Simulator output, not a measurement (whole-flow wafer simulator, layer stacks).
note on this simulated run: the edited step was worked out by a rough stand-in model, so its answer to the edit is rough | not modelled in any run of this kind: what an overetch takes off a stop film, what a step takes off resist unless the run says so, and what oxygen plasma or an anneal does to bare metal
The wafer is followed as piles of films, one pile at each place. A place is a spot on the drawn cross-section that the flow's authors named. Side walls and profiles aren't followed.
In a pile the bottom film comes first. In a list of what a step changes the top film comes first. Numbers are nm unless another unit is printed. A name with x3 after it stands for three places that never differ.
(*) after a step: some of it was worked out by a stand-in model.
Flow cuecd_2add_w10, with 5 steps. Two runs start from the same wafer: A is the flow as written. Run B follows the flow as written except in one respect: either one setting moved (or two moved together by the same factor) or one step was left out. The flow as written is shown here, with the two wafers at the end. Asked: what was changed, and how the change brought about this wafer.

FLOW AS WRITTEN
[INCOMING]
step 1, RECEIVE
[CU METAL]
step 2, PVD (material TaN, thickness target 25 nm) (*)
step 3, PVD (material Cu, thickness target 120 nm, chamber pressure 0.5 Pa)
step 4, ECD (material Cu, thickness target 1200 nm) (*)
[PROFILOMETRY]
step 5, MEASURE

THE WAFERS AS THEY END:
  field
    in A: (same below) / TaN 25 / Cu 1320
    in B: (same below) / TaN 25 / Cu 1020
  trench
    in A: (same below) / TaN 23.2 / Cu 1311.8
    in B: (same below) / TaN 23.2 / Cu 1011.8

Cause: step 4, ECD: thickness target 900 nm was run, whereas the flow has thickness target 1200 nm.

How this came from the change, step by step:
  step 4, ECD (material Cu, thickness target 1200 nm) (*)
      field, trench: A Cu gains 1200 | B Cu gains 900
